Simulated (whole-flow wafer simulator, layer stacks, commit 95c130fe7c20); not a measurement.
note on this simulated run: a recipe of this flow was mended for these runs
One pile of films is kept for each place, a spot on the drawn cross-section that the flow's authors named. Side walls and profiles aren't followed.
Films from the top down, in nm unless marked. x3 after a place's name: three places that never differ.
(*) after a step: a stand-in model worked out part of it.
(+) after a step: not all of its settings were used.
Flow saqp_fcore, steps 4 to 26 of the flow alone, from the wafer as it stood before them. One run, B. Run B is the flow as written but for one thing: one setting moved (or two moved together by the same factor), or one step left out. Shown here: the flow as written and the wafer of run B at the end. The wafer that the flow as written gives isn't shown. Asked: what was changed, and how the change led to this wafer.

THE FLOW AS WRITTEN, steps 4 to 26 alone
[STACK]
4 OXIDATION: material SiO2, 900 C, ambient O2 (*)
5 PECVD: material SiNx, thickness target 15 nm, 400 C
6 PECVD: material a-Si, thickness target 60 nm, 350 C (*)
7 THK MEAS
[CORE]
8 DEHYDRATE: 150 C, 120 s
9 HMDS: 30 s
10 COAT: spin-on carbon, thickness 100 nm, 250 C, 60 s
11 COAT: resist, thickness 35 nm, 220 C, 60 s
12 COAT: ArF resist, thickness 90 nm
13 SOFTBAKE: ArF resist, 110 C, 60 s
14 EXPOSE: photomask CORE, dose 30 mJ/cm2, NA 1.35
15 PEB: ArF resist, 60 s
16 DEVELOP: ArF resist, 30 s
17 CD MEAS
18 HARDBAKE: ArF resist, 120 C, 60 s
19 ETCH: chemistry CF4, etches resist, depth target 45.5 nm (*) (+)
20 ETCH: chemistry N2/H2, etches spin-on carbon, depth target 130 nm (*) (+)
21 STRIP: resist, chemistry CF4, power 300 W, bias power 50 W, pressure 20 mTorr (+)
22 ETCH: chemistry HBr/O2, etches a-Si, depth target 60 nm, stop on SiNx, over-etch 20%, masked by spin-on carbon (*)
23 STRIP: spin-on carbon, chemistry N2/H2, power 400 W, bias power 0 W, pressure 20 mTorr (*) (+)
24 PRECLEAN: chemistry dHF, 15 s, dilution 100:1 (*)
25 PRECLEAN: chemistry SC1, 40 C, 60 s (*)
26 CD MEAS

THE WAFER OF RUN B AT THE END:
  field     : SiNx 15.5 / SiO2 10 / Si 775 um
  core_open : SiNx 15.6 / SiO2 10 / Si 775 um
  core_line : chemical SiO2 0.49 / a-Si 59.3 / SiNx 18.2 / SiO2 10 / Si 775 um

The cause: step 5, PECVD: thickness target 18.2 nm was run, where the flow has thickness target 15 nm.
It can be read off the wafer: core_line has SiNx 18.2, and step 5 as written asks for 15 nm.

How the change led to this, step by step:
  5 PECVD: material SiNx, thickness target 15 nm, 400 C
      field, core_open, core_line: SiNx +18.2 (new film) (as written it would be: SiNx +15 (new film))
